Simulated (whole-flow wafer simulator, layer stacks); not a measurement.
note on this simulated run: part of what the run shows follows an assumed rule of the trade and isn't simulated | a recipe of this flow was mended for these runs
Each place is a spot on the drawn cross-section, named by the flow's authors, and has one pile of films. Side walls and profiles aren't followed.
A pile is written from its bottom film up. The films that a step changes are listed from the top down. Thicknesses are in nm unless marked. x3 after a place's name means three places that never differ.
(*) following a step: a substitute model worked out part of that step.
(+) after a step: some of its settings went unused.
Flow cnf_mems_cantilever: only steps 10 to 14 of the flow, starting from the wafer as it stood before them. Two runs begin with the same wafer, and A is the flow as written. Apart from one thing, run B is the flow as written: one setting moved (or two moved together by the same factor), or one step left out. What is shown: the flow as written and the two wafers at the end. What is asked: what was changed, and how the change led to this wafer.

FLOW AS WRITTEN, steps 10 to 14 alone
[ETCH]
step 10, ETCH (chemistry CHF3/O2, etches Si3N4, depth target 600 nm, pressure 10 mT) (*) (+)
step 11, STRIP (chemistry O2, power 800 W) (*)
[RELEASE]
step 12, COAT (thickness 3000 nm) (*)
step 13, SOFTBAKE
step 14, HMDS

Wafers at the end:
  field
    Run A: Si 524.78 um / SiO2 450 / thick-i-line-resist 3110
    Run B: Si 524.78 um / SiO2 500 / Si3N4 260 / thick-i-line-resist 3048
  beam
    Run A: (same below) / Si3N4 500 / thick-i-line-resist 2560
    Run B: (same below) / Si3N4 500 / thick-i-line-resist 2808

The reason: step 10, ETCH: depth target 240 nm was run, whereas the flow has depth target 600 nm.

The path from the change to this, step by step:
  step 10, ETCH (chemistry CHF3/O2, etches Si3N4, depth target 600 nm, pressure 10 mT) (*) (+)
      field: A Si3N4 loses 500 (all of it), SiO2 loses 50 | B Si3N4 loses 240
      beam: A KrF-resist loses 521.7 | B KrF-resist loses 208.7
  step 11, STRIP (chemistry O2, power 800 W) (*)
      beam: A KrF-resist loses 460.9 (all of it) | B KrF-resist loses 774 (all of it)
  step 12, COAT (thickness 3000 nm) (*)
      beam: A thick-i-line-resist gains 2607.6 (new film) | B thick-i-line-resist gains 2826.6 (new film)
  step 13, SOFTBAKE
      field: A thick-i-line-resist gains 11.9 | B thick-i-line-resist gains 4.64
      beam: A thick-i-line-resist loses 47.6 | B thick-i-line-resist loses 18.6
